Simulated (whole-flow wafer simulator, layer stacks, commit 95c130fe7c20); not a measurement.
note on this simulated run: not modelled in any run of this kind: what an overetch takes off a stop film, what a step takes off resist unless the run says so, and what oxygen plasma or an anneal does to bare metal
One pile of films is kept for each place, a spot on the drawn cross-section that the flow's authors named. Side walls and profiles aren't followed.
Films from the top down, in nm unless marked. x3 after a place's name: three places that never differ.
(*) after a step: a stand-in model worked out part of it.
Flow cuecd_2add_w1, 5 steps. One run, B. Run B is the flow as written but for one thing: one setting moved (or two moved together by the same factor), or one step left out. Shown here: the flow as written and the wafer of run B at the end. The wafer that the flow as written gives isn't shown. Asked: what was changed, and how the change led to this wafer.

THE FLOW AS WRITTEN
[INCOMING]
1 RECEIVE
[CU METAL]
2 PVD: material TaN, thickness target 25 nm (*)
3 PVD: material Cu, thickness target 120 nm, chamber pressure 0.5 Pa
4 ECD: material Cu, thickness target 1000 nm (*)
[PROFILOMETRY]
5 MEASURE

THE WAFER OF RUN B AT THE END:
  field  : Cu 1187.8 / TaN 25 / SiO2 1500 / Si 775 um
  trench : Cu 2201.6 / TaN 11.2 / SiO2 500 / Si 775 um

The cause: step 3, PVD: thickness target 187.8 nm was run, where the flow has thickness target 120 nm.

How the change led to this, step by step:
  3 PVD: material Cu, thickness target 120 nm, chamber pressure 0.5 Pa
      field: Cu +187.8 (new film) (as written it would be: Cu +120 (new film))
      trench: Cu +82.1 (new film) (as written it would be: Cu +53.6 (new film))
